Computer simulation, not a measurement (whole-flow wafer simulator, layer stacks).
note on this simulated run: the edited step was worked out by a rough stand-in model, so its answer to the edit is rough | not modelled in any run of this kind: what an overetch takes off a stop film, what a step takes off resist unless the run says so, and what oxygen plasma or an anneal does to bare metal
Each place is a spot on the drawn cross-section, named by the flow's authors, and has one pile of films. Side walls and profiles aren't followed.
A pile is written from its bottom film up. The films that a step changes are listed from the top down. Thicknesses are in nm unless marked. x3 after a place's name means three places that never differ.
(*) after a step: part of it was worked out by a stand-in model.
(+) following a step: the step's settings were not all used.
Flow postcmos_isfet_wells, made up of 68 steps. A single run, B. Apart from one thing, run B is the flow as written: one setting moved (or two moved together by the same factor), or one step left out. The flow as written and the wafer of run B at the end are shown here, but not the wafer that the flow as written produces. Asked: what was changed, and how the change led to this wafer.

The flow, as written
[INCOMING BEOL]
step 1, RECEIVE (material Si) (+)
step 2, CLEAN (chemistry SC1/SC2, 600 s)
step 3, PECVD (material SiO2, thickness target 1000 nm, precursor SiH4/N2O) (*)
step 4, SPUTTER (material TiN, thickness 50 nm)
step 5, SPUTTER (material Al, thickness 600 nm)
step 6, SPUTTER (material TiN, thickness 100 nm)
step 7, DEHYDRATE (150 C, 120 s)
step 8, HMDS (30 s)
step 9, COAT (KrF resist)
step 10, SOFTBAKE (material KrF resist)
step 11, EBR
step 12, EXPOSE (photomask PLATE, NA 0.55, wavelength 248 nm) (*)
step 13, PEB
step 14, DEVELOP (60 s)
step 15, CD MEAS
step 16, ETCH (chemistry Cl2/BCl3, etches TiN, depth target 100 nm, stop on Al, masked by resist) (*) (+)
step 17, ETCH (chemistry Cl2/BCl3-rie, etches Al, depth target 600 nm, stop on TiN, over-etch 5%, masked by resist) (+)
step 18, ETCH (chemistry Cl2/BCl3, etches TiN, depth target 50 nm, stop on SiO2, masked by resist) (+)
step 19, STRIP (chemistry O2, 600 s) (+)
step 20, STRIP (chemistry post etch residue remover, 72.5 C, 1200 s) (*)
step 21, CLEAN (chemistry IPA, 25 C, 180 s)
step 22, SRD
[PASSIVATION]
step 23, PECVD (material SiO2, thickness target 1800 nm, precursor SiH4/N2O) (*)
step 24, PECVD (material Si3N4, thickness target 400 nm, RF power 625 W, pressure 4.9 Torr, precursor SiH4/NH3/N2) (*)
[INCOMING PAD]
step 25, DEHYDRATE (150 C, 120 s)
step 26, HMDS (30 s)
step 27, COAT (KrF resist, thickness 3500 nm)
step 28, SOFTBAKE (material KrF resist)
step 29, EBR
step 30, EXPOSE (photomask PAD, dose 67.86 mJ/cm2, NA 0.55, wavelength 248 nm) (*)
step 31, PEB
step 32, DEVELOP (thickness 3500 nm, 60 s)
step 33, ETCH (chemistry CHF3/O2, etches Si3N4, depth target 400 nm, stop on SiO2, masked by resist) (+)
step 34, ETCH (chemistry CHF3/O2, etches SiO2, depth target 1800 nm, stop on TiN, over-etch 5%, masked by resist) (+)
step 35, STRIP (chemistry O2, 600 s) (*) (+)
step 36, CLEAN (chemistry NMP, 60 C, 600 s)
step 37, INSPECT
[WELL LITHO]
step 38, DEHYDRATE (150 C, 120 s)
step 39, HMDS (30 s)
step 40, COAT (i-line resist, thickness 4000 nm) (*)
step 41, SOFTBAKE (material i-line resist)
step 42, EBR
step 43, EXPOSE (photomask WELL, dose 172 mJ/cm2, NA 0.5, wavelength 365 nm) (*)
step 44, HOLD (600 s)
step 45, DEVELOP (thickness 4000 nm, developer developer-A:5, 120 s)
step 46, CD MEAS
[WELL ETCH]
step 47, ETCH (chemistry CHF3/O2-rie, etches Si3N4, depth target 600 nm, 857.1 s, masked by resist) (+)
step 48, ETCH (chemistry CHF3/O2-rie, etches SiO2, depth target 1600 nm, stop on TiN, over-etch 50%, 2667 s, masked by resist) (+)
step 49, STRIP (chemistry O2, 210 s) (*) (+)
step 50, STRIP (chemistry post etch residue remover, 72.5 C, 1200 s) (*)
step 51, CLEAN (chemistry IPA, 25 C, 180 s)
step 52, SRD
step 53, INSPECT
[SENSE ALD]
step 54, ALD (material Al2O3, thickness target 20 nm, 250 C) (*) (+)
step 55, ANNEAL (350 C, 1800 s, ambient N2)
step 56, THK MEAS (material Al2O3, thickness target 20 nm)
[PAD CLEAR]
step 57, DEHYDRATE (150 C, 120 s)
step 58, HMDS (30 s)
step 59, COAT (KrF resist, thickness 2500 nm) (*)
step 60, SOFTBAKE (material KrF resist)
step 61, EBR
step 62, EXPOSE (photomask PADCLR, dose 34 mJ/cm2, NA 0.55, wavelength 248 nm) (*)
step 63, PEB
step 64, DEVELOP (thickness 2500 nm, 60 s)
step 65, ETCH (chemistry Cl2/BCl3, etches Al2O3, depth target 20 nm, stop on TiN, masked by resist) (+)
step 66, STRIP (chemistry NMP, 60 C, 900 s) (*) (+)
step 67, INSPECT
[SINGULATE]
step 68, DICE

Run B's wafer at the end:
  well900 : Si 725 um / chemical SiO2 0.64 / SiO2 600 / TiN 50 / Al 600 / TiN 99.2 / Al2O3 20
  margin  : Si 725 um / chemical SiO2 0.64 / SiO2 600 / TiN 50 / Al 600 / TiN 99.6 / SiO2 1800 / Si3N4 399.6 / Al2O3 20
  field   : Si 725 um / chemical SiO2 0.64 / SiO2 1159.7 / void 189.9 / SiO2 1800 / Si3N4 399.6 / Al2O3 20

The reason: step 3, PECVD: thickness target 600 nm was run, while the flow as written has thickness target 1000 nm.
The wafer lets one read it off: well900 has SiO2 600, and step 3 as written asks for 1000 nm.

How this came from the change, step by step:
  step 3, PECVD (material SiO2, thickness target 1000 nm, precursor SiH4/N2O) (*)
      field, margin, well900, well1300 x3, pad_rim, pad_clr, pad_open: SiO2 gains 600 (new film) (it would be, as written: SiO2 gains 1000 (new film))
